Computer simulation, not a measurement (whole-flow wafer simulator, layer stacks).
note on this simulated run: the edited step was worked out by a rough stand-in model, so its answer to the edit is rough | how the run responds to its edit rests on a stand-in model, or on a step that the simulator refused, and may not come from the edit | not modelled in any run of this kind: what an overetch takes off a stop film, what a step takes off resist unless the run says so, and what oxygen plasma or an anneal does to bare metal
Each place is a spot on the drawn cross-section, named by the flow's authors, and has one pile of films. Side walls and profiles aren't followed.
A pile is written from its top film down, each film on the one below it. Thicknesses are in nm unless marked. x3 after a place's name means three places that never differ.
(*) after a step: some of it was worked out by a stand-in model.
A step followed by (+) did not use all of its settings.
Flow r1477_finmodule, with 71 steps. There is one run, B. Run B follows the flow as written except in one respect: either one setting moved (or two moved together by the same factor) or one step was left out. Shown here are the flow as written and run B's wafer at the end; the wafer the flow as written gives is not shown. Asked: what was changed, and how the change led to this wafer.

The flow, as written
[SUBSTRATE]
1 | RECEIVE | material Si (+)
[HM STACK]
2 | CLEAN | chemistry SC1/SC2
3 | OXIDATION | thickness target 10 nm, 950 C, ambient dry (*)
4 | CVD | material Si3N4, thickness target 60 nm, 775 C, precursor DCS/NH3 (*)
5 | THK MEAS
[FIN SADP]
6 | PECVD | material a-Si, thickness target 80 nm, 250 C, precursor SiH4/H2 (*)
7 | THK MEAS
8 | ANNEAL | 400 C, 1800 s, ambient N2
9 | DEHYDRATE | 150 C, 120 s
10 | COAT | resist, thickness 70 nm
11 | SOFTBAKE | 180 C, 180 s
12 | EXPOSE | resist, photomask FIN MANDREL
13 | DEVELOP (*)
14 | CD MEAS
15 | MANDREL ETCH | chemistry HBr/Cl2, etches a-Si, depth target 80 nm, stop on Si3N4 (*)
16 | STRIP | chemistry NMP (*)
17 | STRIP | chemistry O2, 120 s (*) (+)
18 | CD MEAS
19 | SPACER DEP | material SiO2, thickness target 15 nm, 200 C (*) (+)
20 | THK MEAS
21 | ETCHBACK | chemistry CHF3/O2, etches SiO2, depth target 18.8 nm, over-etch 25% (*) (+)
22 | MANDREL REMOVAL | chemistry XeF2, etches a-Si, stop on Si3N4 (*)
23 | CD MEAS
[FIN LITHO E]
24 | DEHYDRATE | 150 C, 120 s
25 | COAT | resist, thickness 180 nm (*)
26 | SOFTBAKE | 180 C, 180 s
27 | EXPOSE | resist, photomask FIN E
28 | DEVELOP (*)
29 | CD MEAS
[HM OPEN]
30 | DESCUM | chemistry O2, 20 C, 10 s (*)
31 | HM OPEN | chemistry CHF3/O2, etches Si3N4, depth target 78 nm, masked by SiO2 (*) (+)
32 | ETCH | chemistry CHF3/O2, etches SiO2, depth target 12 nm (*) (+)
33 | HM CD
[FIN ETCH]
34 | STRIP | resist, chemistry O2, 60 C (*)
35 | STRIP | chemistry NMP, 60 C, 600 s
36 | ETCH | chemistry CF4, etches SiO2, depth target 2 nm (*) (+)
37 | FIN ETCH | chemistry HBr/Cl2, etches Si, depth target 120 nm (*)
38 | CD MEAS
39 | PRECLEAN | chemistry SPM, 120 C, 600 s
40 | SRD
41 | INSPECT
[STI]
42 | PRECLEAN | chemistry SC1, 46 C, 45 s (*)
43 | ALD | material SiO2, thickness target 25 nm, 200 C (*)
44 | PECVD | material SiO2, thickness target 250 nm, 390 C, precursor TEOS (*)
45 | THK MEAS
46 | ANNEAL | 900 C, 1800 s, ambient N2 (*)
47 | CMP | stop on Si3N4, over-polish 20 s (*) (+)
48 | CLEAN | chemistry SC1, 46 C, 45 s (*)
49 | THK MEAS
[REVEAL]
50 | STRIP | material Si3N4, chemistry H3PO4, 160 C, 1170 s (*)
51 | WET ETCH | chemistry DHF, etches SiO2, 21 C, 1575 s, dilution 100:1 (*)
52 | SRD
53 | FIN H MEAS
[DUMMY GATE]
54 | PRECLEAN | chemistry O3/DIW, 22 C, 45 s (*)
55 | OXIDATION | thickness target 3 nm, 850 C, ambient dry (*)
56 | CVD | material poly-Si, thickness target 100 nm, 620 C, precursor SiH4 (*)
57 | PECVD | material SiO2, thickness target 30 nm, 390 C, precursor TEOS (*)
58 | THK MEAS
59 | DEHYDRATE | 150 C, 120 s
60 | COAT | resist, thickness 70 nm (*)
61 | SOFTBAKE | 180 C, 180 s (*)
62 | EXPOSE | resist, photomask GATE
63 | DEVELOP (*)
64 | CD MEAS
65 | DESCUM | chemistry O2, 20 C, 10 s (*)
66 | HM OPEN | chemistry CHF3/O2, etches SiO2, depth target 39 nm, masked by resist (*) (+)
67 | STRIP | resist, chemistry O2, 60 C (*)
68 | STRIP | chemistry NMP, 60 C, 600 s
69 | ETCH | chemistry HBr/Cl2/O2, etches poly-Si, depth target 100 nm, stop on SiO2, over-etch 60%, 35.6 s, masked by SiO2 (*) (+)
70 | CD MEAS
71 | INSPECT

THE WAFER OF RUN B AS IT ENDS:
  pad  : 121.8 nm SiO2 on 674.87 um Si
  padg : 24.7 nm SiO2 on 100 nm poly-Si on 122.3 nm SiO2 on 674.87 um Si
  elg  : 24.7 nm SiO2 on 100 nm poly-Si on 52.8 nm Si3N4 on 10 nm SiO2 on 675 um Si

The reason: step 4, CVD: thickness target 81 nm was run, whereas the flow has thickness target 60 nm.

The path from the change to this, step by step:
  4 | CVD | material Si3N4, thickness target 60 nm, 775 C, precursor DCS/NH3 (*)
      pad, padg, elg and 33 more: +81 Si3N4 (new film) (as written it would have been: +60 Si3N4 (new film))
  31 | HM OPEN | chemistry CHF3/O2, etches Si3N4, depth target 78 nm, masked by SiO2 (*) (+)
      pad, padg, esg and 13 more: -77.4 Si3N4 (all of it), -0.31 SiO2 (as written it would have been: -56.4 Si3N4 (all of it), -10 SiO2 (all of it))
      s40cg, s45cg, s50cg, s40co, s45co, s50co: -78 Si3N4 (as written it would have been: -60 Si3N4 (all of it), -9 SiO2)
  32 | ETCH | chemistry CHF3/O2, etches SiO2, depth target 12 nm (*) (+)
      pad, padg, e40sg and 11 more: -9.69 SiO2 (all of it), -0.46 Si (as written it would have been: -2.4 Si)
      s40cg, s45cg, s50cg, s40co, s45co, s50co: -3 Si3N4 (all of it), -8.85 SiO2 (as written it would have been: -1 SiO2 (all of it), -2.2 Si)
      (also at 2 further places)
  34 | STRIP | resist, chemistry O2, 60 C (*)
      s40cg, s45cg, s50cg, s40co, s45co, s50co: nothing (as written it would have been: +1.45 chemical SiO2 (new film), -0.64 Si)
  36 | ETCH | chemistry CF4, etches SiO2, depth target 2 nm (*) (+)
      s40cg, s45cg, s50cg, s40co, s45co, s50co: -1.15 SiO2 (all of it), -0.71 Si (as written it would have been: -1.45 chemical SiO2 (all of it), -0.46 Si)
  43 | ALD | material SiO2, thickness target 25 nm, 200 C (*)
      s40cg, s45cg, s50cg, s40co, s45co, s50co: +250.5 SiO2 (new film) (as written it would have been: +232.1 SiO2 (new film))
      esg: +213.9 SiO2 (new film) (as written it would have been: +194.3 SiO2 (new film))
  47 | CMP | stop on Si3N4, over-polish 20 s (*) (+)
      pad, padg, e40sg and 11 more: -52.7 SiO2 (as written it would have been: -71.8 SiO2)
      eso: -52.7 SiO2 (as written it would have been: -72.4 SiO2)
  50 | STRIP | material Si3N4, chemistry H3PO4, 160 C, 1170 s (*)
      s40sg_line, s45sg_line, s50sg_line, s40so_line, s45so_line, s50so_line: -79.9 Si3N4 (all of it), -0.71 SiO2 (as written it would have been: -58.9 Si3N4 (all of it), -1.37 SiO2)
  51 | WET ETCH | chemistry DHF, etches SiO2, 21 C, 1575 s, dilution 100:1 (*)
      s40sg_line, s45sg_line, s50sg_line, s40so_line, s45so_line, s50so_line: -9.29 SiO2 (all of it) (as written it would have been: -8.63 SiO2 (all of it))
  56 | CVD | material poly-Si, thickness target 100 nm, 620 C, precursor SiH4 (*)
      s40cg, s40co: +100 poly-Si (new film) (as written it would have been: +113.9 poly-Si (new film))
      s45cg, s45co: +100 poly-Si (new film) (as written it would have been: +113.4 poly-Si (new film))
      (also at 2 further places)
  60 | COAT | resist, thickness 70 nm (*)
      s40cg, s40co: +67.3 resist (new film) (as written it would have been: +70.6 resist (new film))
      s40sg, s40so: +73.8 resist (new film) (as written it would have been: +91 resist (new film))
      (also at 14 further places)
  63 | DEVELOP (*)
      s40co: -67.3 resist (all of it) (as written it would have been: -70.6 resist (all of it))
      s40so: -73.8 resist (all of it) (as written it would have been: -91 resist (all of it))
      (also at 7 further places)
  67 | STRIP | resist, chemistry O2, 60 C (*)
      s40cg: -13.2 resist (all of it) (as written it would have been: -16.5 resist (all of it))
      s40sg: -19.7 resist (all of it) (as written it would have been: -36.9 resist (all of it))
      (also at 7 further places)
  69 | ETCH | chemistry HBr/Cl2/O2, etches poly-Si, depth target 100 nm, stop on SiO2, over-etch 60%, 35.6 s, masked by SiO2 (*) (+)
      s40co: -1.46 chemical SiO2 (all of it), -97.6 poly-Si (all of it), -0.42 SiO2 (as written it would have been: -1.46 chemical SiO2 (all of it), -111.5 poly-Si (all of it), -0.24 SiO2)
      s45co: -1.46 chemical SiO2 (all of it), -97.6 poly-Si (all of it), -0.42 SiO2 (as written it would have been: -1.46 chemical SiO2 (all of it), -110.9 poly-Si (all of it), -0.25 SiO2)
      (also at 1 further place)
